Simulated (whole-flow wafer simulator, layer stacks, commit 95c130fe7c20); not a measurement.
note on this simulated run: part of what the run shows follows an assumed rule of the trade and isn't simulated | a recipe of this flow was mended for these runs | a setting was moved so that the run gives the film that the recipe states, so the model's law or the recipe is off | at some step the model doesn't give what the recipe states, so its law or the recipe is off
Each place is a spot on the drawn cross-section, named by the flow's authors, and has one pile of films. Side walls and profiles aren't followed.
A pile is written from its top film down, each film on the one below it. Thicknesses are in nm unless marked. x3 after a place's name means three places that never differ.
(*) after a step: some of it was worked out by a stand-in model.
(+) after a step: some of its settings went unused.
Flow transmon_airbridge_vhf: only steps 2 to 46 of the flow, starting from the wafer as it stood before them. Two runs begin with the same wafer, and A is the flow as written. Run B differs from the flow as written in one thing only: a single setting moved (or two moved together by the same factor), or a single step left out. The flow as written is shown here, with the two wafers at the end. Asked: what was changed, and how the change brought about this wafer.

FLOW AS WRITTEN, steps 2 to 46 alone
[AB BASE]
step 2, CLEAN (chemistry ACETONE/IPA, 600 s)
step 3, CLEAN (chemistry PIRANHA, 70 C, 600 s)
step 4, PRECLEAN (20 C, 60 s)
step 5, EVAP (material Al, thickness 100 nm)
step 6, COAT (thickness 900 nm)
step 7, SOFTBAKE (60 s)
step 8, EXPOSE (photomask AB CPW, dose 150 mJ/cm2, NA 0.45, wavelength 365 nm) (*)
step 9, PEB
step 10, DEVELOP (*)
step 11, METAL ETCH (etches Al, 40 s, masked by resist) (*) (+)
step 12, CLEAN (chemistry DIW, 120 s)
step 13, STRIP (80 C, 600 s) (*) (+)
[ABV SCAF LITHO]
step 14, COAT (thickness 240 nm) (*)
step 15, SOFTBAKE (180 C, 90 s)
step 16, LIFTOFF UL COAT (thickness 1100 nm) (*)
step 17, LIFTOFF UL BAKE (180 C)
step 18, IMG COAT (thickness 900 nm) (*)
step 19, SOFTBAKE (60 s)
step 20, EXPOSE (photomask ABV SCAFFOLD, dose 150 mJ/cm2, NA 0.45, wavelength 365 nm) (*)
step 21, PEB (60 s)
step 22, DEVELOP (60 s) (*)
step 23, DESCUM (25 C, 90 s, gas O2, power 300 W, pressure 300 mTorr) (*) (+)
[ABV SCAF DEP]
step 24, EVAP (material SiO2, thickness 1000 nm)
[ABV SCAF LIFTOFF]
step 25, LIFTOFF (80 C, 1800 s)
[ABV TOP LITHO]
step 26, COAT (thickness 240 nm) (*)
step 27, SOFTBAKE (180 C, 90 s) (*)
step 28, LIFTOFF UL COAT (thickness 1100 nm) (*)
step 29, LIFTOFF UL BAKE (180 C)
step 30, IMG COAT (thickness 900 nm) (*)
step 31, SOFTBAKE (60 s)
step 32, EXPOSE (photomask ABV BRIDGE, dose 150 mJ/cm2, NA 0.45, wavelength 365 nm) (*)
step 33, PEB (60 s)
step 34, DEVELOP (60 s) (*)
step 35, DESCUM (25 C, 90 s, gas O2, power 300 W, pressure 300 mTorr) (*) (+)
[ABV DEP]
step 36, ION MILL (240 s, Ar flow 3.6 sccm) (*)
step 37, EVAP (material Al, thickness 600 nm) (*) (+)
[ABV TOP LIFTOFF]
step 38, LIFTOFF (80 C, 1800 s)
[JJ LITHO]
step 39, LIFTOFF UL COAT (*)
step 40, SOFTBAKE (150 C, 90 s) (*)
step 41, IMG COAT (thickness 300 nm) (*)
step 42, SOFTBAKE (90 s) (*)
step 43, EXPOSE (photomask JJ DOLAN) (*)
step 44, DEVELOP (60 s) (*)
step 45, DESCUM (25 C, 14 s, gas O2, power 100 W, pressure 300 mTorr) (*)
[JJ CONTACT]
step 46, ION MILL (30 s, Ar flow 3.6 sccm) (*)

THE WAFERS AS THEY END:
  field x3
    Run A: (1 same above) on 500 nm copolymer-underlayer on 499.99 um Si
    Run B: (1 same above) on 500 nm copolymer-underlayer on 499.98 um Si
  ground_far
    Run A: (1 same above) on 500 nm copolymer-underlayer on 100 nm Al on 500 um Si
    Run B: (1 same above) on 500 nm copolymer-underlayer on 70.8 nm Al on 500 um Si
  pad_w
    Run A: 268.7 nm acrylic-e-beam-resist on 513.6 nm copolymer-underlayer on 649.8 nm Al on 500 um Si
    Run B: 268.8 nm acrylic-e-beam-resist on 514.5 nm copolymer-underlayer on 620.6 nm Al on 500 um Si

What caused this: step 5, EVAP: thickness 70.8 nm was run, though the flow has thickness 100 nm.
The wafer itself shows it: ground_far has Al 70.8, and step 5 as written asks for 100 nm.

Step by step, how the change led to this:
  step 5, EVAP (material Al, thickness 100 nm)
      field x3, jj_line, ground_far and 12 more: A Al gains 100 (new film) | B Al gains 70.8 (new film)
  step 11, METAL ETCH (etches Al, 40 s, masked by resist) (*) (+)
      field x3, jj_line, gap_w, gap_e: A Al loses 86.7 (all of it), Si loses 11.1 | B Al loses 57.5 (all of it), Si loses 20.8
